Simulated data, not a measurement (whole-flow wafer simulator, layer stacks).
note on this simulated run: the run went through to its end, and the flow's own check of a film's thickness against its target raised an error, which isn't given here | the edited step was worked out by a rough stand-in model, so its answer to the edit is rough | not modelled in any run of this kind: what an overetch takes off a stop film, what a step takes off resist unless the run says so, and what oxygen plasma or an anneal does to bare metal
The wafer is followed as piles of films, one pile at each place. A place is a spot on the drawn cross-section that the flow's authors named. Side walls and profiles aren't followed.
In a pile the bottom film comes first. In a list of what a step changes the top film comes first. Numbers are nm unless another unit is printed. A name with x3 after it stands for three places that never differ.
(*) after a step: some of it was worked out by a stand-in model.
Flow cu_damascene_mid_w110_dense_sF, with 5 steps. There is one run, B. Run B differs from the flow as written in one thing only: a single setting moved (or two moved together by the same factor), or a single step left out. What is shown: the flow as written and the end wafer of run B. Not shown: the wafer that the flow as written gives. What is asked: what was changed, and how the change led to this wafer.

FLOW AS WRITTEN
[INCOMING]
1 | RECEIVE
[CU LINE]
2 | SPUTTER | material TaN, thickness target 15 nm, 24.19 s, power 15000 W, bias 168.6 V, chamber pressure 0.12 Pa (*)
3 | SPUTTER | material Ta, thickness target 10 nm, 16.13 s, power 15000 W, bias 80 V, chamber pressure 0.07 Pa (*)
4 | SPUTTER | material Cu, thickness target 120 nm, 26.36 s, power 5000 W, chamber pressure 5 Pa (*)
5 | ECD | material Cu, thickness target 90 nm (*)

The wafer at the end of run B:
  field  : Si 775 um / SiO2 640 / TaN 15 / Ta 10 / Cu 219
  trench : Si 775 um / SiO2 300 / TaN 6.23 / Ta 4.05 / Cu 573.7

Cause: step 5, ECD: thickness target 99 nm was run, while the flow as written has thickness target 90 nm.

The path from the change to this, step by step:
  5 | ECD | material Cu, thickness target 90 nm (*)
      field: Cu gains 99 (as written it would have been: Cu gains 90)
